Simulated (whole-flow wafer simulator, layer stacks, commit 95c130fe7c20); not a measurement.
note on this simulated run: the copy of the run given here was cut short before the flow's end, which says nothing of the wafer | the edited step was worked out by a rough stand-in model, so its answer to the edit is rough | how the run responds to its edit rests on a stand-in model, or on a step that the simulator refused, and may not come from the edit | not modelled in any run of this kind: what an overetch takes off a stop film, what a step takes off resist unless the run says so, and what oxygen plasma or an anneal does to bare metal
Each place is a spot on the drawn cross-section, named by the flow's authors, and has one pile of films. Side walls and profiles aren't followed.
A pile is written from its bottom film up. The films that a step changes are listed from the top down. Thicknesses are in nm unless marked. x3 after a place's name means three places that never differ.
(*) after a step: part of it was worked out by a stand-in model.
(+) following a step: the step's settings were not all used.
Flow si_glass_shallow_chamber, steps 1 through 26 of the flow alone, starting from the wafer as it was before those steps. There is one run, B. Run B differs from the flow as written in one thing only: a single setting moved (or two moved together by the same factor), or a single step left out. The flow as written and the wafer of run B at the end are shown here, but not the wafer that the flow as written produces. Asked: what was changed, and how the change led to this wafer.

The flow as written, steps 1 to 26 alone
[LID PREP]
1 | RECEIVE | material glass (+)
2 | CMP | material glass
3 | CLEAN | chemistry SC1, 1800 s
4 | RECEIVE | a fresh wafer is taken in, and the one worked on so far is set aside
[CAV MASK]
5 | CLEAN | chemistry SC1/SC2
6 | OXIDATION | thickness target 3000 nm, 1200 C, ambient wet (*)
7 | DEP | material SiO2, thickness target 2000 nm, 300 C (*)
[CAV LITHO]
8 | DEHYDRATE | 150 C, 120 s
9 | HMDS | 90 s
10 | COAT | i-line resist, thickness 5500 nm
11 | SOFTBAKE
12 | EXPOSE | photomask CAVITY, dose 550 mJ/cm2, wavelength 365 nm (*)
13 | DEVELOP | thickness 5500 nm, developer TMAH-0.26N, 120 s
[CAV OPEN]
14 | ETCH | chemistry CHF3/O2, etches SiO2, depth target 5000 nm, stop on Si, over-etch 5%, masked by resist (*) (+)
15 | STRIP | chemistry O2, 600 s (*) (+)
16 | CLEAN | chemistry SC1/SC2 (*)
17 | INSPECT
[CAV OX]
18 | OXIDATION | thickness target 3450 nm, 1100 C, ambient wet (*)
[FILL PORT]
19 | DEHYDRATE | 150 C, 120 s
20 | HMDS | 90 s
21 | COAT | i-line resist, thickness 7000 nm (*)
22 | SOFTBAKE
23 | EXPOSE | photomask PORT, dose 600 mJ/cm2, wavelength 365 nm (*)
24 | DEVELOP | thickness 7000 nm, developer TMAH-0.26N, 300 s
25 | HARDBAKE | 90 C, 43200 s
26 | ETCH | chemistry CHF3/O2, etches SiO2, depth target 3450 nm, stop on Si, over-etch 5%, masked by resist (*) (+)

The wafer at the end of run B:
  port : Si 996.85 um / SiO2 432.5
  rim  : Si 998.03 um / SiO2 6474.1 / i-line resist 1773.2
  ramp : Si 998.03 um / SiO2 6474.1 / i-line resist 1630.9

The reason: step 18, OXIDATION: thickness target 4055 nm was run, whereas the flow has thickness target 3450 nm.

Step by step, how the change led to this:
  18 | OXIDATION | thickness target 3450 nm, 1100 C, ambient wet (*)
      rim, ramp, septum, ring: +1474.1 SiO2, -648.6 Si (it would be, as written: +1109.8 SiO2, -488.3 Si)
      cav, port: +4055 SiO2 (new film), -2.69 chemical SiO2 (all of it), -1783 Si (it would be, as written: +3450 SiO2 (new film), -2.69 chemical SiO2 (all of it), -1516.8 Si)
  22 | SOFTBAKE
      rim: -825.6 i-line resist (it would be, as written: -849 i-line resist)
      ramp: -418.4 i-line resist (it would be, as written: -434.5 i-line resist)
      (as well as at 2 more places)
  25 | HARDBAKE | 90 C, 43200 s
      rim: -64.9 i-line resist (it would be, as written: -62.5 i-line resist)
      ramp: -59.8 i-line resist (it would be, as written: -57.1 i-line resist)
  26 | ETCH | chemistry CHF3/O2, etches SiO2, depth target 3450 nm, stop on Si, over-etch 5%, masked by resist (*) (+)
      port: -3622.5 SiO2 (it would be, as written: -3450 SiO2 (all of it), -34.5 Si)
